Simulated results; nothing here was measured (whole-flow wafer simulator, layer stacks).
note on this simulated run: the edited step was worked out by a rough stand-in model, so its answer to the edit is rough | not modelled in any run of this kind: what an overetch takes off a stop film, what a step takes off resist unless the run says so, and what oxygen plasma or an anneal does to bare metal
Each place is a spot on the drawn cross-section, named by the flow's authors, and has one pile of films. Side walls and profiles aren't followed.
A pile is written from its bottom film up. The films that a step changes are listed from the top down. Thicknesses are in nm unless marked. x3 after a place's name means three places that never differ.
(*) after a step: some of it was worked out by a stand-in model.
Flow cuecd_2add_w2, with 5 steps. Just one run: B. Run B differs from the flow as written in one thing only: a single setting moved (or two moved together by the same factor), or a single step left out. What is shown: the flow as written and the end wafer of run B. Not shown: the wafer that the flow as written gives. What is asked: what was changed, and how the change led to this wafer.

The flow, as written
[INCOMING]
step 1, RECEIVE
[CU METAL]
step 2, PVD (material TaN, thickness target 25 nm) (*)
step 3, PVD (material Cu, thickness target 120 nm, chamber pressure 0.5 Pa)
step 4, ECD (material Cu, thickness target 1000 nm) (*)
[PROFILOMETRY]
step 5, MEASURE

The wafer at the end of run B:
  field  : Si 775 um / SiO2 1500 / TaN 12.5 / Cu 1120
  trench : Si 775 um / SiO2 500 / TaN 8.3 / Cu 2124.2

What caused this: step 2, PVD: thickness target 12.5 nm was run, though the flow has thickness target 25 nm.
The wafer itself shows it: field has TaN 12.5, and step 2 as written asks for 25 nm.

The path from the change to this, step by step:
  step 2, PVD (material TaN, thickness target 25 nm) (*)
      field: +12.5 TaN (new film) (as written it would have been: +25 TaN (new film))
      trench: +8.3 TaN (new film) (as written it would have been: +16.6 TaN (new film))
